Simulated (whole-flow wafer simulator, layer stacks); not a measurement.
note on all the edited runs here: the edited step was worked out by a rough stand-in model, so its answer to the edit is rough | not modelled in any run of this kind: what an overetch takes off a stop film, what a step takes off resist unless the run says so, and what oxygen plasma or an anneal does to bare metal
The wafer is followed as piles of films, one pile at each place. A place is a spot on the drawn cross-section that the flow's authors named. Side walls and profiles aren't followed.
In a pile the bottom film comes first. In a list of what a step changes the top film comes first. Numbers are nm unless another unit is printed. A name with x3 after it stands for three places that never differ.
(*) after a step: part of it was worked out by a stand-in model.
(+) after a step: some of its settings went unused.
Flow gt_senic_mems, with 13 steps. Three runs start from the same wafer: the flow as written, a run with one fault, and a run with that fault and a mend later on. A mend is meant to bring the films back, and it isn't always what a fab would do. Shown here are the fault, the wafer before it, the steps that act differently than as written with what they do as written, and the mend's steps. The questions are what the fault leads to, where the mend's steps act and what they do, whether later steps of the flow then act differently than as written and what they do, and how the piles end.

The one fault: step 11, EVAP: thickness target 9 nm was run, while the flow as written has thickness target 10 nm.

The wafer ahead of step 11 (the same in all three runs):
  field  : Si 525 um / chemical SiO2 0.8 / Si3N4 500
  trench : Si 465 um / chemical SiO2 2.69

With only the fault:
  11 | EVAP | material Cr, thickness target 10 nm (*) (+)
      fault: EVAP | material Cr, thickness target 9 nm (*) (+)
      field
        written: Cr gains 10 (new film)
        fault: Cr gains 9 (new film)
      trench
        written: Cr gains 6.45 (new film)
        fault: Cr gains 5.81 (new film)
  Every later step of the flow that is run acts as written at every place that is followed.
  At field, trench, the piles at the end differ from the flow's by more than 2% or 0.5 nm, whichever is larger.
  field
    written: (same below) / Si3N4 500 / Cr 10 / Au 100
    fault: (same below) / Si3N4 500 / Cr 9 / Au 100
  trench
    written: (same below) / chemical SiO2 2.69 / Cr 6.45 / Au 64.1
    fault: (same below) / chemical SiO2 2.69 / Cr 5.81 / Au 64.1

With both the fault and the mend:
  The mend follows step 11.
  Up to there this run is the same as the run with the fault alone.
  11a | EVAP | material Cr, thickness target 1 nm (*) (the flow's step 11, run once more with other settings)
      field
        Cr gains 1
      trench
        Cr gains 0.65
  Every later step of the flow that is run acts as written at every place that is followed.
  At the end the piles are close to the flow's at the places that both follow, differing by at most 2% or 0.5 nm, whichever is larger.
